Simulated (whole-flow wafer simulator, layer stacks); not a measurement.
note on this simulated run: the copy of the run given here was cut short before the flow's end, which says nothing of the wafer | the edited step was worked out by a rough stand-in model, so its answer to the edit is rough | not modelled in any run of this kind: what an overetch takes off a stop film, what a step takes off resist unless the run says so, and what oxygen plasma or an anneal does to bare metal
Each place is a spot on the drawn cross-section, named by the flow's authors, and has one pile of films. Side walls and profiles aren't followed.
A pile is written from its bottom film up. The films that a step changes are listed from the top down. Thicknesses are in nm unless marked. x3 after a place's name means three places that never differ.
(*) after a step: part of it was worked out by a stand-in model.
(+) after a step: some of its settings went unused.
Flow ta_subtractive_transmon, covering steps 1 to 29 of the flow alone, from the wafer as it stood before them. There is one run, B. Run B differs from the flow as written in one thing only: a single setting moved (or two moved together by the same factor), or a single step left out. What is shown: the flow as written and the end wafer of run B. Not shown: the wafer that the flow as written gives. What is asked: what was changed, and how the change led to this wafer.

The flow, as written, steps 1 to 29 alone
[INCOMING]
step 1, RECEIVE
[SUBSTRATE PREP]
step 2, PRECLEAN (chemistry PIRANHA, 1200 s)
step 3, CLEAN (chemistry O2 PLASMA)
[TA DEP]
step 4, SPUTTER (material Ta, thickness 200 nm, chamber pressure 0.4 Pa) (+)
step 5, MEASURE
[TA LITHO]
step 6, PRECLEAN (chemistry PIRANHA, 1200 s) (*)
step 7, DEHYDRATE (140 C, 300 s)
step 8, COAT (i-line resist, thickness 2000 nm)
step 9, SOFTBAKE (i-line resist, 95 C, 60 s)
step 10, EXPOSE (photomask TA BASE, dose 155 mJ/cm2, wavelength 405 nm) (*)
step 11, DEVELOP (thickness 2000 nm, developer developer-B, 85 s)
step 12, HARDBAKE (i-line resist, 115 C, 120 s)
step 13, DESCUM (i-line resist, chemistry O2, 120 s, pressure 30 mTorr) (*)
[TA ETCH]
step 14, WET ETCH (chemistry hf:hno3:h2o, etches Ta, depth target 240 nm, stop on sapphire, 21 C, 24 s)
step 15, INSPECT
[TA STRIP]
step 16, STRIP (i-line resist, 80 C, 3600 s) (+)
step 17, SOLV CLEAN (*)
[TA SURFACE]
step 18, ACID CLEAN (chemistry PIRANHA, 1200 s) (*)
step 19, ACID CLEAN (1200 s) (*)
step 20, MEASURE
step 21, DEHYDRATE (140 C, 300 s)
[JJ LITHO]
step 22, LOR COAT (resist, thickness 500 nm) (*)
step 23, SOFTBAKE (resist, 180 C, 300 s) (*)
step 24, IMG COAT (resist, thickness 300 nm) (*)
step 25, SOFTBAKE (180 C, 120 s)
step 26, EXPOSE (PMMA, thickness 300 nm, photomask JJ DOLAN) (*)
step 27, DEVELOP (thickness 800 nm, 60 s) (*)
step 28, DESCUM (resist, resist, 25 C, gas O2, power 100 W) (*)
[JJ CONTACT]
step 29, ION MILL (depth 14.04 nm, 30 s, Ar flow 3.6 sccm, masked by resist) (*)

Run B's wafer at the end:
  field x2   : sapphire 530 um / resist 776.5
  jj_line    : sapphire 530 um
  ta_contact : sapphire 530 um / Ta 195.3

The reason: step 29, ION MILL: depth 6.667 nm was run, while the flow as written has depth 14.04 nm; step 29, ION MILL: 14.2 s was run, where the flow has 30 s.

Step by step, how the change led to this:
  step 29, ION MILL (depth 14.04 nm, 30 s, Ar flow 3.6 sccm, masked by resist) (*)
      field x2, ta_pad: resist loses 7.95 (as written it would have been: resist loses 16.8)
      jj_line, lead: sapphire loses 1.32 (as written it would have been: sapphire loses 2.8)
      (as well as at 1 more place)
